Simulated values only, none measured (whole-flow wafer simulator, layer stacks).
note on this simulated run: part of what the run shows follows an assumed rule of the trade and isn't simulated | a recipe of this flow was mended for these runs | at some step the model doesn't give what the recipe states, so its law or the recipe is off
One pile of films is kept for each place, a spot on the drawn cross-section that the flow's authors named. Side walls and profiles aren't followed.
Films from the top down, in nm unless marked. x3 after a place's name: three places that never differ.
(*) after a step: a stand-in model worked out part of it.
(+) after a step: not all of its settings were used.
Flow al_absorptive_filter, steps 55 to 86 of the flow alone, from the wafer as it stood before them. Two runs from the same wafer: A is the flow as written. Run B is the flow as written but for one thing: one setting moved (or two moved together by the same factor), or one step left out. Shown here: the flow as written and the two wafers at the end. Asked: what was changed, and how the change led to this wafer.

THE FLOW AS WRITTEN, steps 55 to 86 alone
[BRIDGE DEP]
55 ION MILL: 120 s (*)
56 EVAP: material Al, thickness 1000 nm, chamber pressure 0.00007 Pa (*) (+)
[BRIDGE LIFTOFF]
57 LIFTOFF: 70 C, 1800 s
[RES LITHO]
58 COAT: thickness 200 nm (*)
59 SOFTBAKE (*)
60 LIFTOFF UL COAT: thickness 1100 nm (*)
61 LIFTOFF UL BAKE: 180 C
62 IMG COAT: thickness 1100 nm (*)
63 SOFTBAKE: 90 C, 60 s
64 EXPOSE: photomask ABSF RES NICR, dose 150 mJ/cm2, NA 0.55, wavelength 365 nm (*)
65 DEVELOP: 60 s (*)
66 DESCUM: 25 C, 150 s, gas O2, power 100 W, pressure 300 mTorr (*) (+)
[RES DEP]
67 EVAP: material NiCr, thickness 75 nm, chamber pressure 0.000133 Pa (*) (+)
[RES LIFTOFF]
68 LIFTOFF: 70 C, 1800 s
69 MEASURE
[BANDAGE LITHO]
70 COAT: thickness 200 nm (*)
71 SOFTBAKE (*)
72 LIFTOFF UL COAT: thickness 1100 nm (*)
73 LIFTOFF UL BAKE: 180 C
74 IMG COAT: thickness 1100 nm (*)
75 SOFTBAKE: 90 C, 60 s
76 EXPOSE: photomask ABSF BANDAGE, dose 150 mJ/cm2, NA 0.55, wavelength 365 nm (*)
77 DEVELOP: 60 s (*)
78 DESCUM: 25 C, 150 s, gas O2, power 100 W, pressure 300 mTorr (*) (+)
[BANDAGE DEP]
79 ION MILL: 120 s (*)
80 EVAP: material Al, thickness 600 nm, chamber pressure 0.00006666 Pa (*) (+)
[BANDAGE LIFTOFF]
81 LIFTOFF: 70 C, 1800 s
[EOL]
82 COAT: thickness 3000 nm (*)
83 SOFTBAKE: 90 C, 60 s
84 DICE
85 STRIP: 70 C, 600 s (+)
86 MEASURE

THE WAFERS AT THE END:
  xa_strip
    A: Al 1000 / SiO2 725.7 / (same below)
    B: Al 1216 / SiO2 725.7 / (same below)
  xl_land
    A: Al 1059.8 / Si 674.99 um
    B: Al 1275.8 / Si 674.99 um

The cause: step 56, EVAP: thickness 1216 nm was run, where the flow has thickness 1000 nm.
It can be read off the wafer: xa_strip has Al 1216, and step 56 as written asks for 1000 nm.

How the change led to this, step by step:
  56 EVAP: material Al, thickness 1000 nm, chamber pressure 0.00007 Pa (*) (+)
      gnd, pad_far, pad_near and 10 more: A Al +1000 (new film) | B Al +1216 (new film)
      xl_land: A Al +1000 | B Al +1216
  57 LIFTOFF: 70 C, 1800 s
      gnd, xa_field, idc_field: A Al -1000 (all of it), i-line-resist -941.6 (all of it), lift-off-underlayer -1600 (all of it), acrylic-e-beam-resist -200 (all of it) | B Al -1216 (all of it), i-line-resist -941.6 (all of it), lift-off-underlayer -1600 (all of it), acrylic-e-beam-resist -200 (all of it)
      pad_far: A Al -1000 (all of it), i-line-resist -940.5 (all of it), lift-off-underlayer -1591.1 (all of it), acrylic-e-beam-resist -198.5 (all of it) | B Al -1216 (all of it), i-line-resist -940.5 (all of it), lift-off-underlayer -1591.1 (all of it), acrylic-e-beam-resist -198.5 (all of it)
      (and at 6 more places)
  58 COAT: thickness 200 nm (*)
      xa_margin: A acrylic-e-beam-resist +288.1 (new film) | B acrylic-e-beam-resist +326.1 (new film)
      xa_strip: A acrylic-e-beam-resist +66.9 (new film) | B acrylic-e-beam-resist +57 (new film)
      (and at 1 more place)
  60 LIFTOFF UL COAT: thickness 1100 nm (*)
      xa_margin: A lift-off-underlayer +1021 (new film) | B lift-off-underlayer +1099.3 (new film)
      xa_strip: A lift-off-underlayer +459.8 (new film) | B lift-off-underlayer +410.1 (new film)
  62 IMG COAT: thickness 1100 nm (*)
      xa_margin: A i-line-resist +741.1 (new film) | B i-line-resist +681.3 (new film)
      xa_strip: A i-line-resist +577.9 (new film) | B i-line-resist +491.1 (new film)
  68 LIFTOFF: 70 C, 1800 s
      xa_margin: A NiCr -75 (all of it), i-line-resist -598.1 (all of it), lift-off-underlayer -1021 (all of it), acrylic-e-beam-resist -288.1 (all of it) | B NiCr -75 (all of it), i-line-resist -537.9 (all of it), lift-off-underlayer -1099.3 (all of it), acrylic-e-beam-resist -326.1 (all of it)
      xa_strip: A NiCr -75 (all of it), i-line-resist -433.3 (all of it), lift-off-underlayer -459.8 (all of it), acrylic-e-beam-resist -66.9 (all of it) | B NiCr -75 (all of it), i-line-resist -347 (all of it), lift-off-underlayer -410.1 (all of it), acrylic-e-beam-resist -57 (all of it)
      (and at 1 more place)
  70 COAT: thickness 200 nm (*)
      xa_margin: A acrylic-e-beam-resist +288.1 (new film) | B acrylic-e-beam-resist +326.1 (new film)
      xa_strip: A acrylic-e-beam-resist +66.9 (new film) | B acrylic-e-beam-resist +57 (new film)
  72 LIFTOFF UL COAT: thickness 1100 nm (*)
      xa_margin: A lift-off-underlayer +1021 (new film) | B lift-off-underlayer +1099.3 (new film)
      xa_strip: A lift-off-underlayer +459.8 (new film) | B lift-off-underlayer +410.1 (new film)
  74 IMG COAT: thickness 1100 nm (*)
      xa_margin: A i-line-resist +741.1 (new film) | B i-line-resist +681.3 (new film)
      xa_strip: A i-line-resist +577.9 (new film) | B i-line-resist +491.1 (new film)
  81 LIFTOFF: 70 C, 1800 s
      xa_margin: A Al -600 (all of it), i-line-resist -604.4 (all of it), lift-off-underlayer -1021 (all of it), acrylic-e-beam-resist -288.1 (all of it) | B Al -600 (all of it), i-line-resist -544.2 (all of it), lift-off-underlayer -1099.3 (all of it), acrylic-e-beam-resist -326.1 (all of it)
      xa_strip: A Al -600 (all of it), i-line-resist -439.6 (all of it), lift-off-underlayer -459.8 (all of it), acrylic-e-beam-resist -66.9 (all of it) | B Al -600 (all of it), i-line-resist -353.3 (all of it), lift-off-underlayer -410.1 (all of it), acrylic-e-beam-resist -57 (all of it)
  82 COAT: thickness 3000 nm (*)
      xa_strip: A i-line-resist +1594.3 (new film) | B i-line-resist +1430.8 (new film)
  83 SOFTBAKE: 90 C, 60 s
      xa_margin: A i-line-resist -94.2 | B i-line-resist -105.8
      xa_strip: A i-line-resist -117.3 | B i-line-resist -132.1
  85 STRIP: 70 C, 600 s (+)
      xa_strip: A i-line-resist -1477 (all of it) | B i-line-resist -1298.7 (all of it)
